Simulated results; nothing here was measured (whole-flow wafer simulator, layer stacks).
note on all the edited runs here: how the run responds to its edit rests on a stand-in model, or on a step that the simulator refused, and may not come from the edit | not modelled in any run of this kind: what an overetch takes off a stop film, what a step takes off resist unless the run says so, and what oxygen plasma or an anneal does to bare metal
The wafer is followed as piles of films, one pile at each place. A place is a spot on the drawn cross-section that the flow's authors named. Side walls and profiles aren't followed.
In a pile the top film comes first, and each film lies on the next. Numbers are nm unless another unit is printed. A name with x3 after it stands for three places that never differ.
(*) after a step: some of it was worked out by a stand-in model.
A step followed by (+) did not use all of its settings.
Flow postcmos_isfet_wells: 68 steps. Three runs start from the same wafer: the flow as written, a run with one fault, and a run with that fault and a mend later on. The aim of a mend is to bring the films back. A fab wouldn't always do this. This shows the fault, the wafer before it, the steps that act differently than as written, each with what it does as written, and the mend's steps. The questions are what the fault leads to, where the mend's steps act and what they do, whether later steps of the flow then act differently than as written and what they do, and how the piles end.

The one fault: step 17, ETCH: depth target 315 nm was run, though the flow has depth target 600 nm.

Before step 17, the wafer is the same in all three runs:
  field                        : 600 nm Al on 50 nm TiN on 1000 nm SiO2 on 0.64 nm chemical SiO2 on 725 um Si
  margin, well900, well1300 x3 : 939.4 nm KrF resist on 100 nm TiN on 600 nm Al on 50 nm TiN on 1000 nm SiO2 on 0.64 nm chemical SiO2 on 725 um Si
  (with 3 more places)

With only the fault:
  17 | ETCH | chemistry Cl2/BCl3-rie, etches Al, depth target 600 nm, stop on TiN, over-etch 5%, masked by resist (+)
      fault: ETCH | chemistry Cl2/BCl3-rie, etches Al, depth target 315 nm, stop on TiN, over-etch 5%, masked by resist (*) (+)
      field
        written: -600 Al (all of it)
        fault: -315 Al
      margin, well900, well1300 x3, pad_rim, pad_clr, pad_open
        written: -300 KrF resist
        fault: -157.5 KrF resist
  Steps later in the flow that act otherwise than as written:
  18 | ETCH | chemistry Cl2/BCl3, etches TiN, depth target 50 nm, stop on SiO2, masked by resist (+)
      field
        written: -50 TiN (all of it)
        fault: -50 Al
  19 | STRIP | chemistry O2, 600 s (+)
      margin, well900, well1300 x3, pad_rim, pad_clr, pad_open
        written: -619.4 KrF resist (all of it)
        fault: -761.9 KrF resist (all of it)
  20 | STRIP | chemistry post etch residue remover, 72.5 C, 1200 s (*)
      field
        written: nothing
        fault: -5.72 Al
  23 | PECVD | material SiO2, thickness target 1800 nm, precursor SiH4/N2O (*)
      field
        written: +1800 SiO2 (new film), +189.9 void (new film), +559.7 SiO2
        fault: +2270.3 SiO2 (new film)
  The piles end different from the flow's at field by more than 2% or 0.5 nm, whichever is larger.
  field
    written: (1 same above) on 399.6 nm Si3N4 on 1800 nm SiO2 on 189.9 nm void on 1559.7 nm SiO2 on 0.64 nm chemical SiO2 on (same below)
    fault: (1 same above) on 399.6 nm Si3N4 on 2270.3 nm SiO2 on 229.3 nm Al on 50 nm TiN on 1000 nm SiO2 on 0.64 nm chemical SiO2 on (same below)

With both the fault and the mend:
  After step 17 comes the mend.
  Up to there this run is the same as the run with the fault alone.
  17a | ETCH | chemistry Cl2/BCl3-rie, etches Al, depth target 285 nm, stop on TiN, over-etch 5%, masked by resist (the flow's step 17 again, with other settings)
      margin, well900, well1300 x3, pad_rim, pad_clr, pad_open
        -142.5 KrF resist
      field
        -285 Al (all of it)
  None of the later steps of the flow acts differently than as written at any place that is followed.
  The piles end the same as the flow's at every place that both follow.
